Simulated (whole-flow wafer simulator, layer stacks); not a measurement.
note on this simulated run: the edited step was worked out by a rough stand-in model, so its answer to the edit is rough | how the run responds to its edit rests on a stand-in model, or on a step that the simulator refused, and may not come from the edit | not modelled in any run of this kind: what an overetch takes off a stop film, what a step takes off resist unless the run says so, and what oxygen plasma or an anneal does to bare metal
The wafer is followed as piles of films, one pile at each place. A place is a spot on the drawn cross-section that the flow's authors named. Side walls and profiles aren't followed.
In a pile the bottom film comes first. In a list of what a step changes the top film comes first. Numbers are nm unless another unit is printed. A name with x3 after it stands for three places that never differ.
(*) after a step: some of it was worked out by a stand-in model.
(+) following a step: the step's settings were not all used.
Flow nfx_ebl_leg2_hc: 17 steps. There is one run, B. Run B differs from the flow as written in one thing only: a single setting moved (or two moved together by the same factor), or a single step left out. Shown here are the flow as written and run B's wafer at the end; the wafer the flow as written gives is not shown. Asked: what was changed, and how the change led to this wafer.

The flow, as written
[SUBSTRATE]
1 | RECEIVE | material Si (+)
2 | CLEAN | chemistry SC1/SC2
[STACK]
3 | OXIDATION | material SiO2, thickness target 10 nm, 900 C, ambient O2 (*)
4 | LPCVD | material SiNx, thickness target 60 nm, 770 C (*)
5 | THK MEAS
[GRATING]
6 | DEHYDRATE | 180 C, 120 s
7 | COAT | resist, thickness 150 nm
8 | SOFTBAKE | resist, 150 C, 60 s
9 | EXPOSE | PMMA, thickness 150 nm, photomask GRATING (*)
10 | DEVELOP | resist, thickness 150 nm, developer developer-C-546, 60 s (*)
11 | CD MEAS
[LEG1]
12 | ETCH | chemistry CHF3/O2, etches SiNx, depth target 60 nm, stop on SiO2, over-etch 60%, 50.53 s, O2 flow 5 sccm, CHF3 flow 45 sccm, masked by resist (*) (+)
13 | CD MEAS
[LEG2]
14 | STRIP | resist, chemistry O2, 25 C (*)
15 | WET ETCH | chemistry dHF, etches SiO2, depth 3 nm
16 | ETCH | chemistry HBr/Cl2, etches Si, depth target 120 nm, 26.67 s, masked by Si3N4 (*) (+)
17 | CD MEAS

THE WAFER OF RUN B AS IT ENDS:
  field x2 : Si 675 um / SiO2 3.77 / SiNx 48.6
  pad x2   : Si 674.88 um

The reason: step 3, OXIDATION: 788 C was run, whereas the flow has 900 C.

How this came from the change, step by step:
  3 | OXIDATION | material SiO2, thickness target 10 nm, 900 C, ambient O2 (*)
      field x2, pad x2: +3.77 SiO2 (new film), -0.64 chemical SiO2 (all of it), -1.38 Si (in the flow as written it would be: +10 SiO2 (new film), -0.64 chemical SiO2 (all of it), -4.12 Si)
  12 | ETCH | chemistry CHF3/O2, etches SiNx, depth target 60 nm, stop on SiO2, over-etch 60%, 50.53 s, O2 flow 5 sccm, CHF3 flow 45 sccm, masked by resist (*) (+)
      pad x2: -60 SiNx (all of it), -3.77 SiO2 (all of it) (in the flow as written it would be: -60 SiNx (all of it), -10 SiO2 (all of it))
